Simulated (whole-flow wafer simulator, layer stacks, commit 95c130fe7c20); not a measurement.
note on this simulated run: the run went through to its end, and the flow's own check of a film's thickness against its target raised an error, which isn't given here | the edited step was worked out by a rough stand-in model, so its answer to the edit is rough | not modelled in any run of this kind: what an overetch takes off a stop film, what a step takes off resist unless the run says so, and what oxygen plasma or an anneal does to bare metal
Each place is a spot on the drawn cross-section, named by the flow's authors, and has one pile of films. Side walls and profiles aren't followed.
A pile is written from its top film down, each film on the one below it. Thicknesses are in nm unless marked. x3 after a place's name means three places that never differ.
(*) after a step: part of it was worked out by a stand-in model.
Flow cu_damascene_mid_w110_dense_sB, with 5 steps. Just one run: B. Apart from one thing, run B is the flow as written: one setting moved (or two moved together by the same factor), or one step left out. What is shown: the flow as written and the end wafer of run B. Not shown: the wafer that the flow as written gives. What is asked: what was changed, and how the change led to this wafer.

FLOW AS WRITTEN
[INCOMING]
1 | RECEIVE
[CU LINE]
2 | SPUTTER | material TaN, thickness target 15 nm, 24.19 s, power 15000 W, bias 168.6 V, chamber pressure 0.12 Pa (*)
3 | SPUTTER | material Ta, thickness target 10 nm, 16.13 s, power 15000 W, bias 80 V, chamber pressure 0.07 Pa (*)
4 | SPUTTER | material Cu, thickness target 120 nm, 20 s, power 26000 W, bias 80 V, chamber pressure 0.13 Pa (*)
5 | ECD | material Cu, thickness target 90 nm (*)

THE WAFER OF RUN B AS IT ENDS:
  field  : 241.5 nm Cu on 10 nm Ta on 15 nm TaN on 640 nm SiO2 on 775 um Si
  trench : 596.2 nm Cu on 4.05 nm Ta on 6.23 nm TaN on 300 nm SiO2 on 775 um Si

The reason: step 5, ECD: thickness target 121.5 nm was run, whereas the flow has thickness target 90 nm.

Step by step, how the change led to this:
  5 | ECD | material Cu, thickness target 90 nm (*)
      field: Cu gains 121.5 (as written it would have been: Cu gains 90)
      trench: Cu gains 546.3 (as written it would have been: Cu gains 514.8)
